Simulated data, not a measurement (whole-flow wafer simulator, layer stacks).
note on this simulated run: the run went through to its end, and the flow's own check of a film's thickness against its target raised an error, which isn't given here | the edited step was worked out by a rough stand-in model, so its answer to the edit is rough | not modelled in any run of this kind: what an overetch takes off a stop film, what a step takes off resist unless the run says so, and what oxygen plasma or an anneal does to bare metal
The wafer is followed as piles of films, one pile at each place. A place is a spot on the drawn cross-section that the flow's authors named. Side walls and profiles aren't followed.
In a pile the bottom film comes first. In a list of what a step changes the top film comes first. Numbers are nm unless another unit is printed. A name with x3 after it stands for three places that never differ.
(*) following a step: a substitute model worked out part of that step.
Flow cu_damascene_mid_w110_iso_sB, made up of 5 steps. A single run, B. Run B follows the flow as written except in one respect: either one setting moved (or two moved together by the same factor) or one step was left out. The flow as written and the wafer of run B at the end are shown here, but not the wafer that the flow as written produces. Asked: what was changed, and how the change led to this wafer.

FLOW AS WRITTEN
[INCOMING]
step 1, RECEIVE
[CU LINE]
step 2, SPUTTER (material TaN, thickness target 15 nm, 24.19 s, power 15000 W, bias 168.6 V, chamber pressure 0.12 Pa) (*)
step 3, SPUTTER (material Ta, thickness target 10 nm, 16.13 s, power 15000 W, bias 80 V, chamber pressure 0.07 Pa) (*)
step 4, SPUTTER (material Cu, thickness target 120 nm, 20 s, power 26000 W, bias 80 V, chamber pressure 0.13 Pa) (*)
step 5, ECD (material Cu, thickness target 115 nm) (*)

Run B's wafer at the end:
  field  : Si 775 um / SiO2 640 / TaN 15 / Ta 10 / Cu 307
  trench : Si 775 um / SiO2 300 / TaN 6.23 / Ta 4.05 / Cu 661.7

The reason: step 4, SPUTTER: 32 s was run, while the flow as written has 20 s.

How this came from the change, step by step:
  step 4, SPUTTER (material Cu, thickness target 120 nm, 20 s, power 26000 W, bias 80 V, chamber pressure 0.13 Pa) (*)
      field: +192 Cu (new film) (it would be, as written: +120 Cu (new film))
      trench: +79.9 Cu (new film) (it would be, as written: +49.9 Cu (new film))
  step 5, ECD (material Cu, thickness target 115 nm) (*)
      trench: +581.8 Cu (it would be, as written: +539.8 Cu)
